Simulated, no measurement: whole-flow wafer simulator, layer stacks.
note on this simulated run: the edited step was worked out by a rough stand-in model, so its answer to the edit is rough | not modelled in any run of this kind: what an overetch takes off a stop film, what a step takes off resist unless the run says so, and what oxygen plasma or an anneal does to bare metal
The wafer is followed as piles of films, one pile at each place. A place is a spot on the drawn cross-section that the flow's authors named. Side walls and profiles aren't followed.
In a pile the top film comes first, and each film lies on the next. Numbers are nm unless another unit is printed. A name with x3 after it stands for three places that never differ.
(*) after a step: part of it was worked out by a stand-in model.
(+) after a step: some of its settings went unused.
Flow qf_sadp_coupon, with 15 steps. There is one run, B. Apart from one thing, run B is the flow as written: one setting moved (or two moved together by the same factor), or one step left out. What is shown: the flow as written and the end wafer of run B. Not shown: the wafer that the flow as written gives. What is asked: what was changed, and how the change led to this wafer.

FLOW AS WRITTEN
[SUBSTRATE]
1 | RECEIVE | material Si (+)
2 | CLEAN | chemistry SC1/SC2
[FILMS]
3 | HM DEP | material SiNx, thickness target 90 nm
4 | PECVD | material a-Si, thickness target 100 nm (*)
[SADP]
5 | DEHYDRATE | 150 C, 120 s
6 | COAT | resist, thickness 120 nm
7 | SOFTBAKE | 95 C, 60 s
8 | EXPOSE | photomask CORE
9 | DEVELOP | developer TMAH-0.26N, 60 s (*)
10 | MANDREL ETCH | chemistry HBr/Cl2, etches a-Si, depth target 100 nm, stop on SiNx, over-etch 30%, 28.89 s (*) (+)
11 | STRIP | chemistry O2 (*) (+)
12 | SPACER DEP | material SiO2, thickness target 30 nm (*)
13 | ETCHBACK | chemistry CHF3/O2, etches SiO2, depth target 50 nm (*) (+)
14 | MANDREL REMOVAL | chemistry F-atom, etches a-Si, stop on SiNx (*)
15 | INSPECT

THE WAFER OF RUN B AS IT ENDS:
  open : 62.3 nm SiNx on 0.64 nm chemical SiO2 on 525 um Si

What caused this: step 4, PECVD: thickness target 69.5 nm was run, while the flow as written has thickness target 100 nm.

How this came from the change, step by step:
  4 | PECVD | material a-Si, thickness target 100 nm (*)
      m, open: +69.5 a-Si (new film) (as written it would have been: +100 a-Si (new film))
  10 | MANDREL ETCH | chemistry HBr/Cl2, etches a-Si, depth target 100 nm, stop on SiNx, over-etch 30%, 28.89 s (*) (+)
      open: -69.5 a-Si (all of it), -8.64 SiNx (as written it would have been: -100 a-Si (all of it), -4.29 SiNx)
  14 | MANDREL REMOVAL | chemistry F-atom, etches a-Si, stop on SiNx (*)
      m: -65.3 a-Si (all of it) (as written it would have been: -95.8 a-Si (all of it))
